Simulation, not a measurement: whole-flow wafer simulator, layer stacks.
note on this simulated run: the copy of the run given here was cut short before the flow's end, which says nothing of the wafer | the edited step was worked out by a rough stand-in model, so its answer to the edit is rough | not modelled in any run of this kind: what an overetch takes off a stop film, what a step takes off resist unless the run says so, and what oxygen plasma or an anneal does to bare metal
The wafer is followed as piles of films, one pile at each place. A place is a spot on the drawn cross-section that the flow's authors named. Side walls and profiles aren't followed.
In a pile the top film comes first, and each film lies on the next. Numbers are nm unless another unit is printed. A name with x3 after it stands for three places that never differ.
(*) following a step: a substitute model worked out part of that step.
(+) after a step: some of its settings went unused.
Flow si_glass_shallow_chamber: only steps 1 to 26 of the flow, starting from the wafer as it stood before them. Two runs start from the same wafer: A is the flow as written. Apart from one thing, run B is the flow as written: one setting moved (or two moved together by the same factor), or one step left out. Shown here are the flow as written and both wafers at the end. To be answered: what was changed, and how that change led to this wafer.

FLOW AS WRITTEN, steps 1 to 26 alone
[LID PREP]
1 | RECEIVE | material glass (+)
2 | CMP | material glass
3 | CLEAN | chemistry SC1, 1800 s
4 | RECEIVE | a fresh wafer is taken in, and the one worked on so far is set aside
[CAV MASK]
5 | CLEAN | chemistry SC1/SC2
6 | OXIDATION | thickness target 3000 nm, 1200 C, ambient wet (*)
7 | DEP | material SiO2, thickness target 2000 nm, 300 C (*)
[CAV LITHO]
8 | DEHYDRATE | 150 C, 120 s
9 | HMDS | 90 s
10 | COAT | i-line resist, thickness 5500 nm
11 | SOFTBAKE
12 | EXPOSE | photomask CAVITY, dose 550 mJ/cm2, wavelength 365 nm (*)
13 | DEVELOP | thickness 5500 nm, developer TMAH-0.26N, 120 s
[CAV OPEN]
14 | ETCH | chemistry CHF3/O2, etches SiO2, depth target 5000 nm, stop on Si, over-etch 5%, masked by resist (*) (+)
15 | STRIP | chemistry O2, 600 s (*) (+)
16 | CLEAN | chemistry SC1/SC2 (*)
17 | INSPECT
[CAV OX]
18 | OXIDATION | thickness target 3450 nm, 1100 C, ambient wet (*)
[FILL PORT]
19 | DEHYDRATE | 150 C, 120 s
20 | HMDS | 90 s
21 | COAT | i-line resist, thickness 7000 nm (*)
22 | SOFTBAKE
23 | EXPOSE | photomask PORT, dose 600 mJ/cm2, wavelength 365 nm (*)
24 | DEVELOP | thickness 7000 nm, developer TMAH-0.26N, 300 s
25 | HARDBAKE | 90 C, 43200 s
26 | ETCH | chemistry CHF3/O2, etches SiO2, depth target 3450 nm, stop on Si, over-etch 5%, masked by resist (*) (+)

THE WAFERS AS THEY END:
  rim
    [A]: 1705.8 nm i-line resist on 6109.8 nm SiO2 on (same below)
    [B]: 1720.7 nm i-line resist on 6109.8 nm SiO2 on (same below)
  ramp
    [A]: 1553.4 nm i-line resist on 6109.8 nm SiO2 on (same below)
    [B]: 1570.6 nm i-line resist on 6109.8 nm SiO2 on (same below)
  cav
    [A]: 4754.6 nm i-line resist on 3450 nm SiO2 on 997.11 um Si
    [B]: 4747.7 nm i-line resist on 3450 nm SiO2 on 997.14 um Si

What caused this: step 14, ETCH: over-etch 2% was run, while the flow as written has over-etch 5%.

The path from the change to this, step by step:
  14 | ETCH | chemistry CHF3/O2, etches SiO2, depth target 5000 nm, stop on Si, over-etch 5%, masked by resist (*) (+)
      rim, ramp, septum, ring: A -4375 i-line resist | B -4250 i-line resist
      cav, port: A -5000 SiO2 (all of it), -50 Si | B -5000 SiO2 (all of it), -20 Si
  15 | STRIP | chemistry O2, 600 s (*) (+)
      rim, ramp, septum, ring: A -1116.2 i-line resist (all of it) | B -1241.2 i-line resist (all of it)
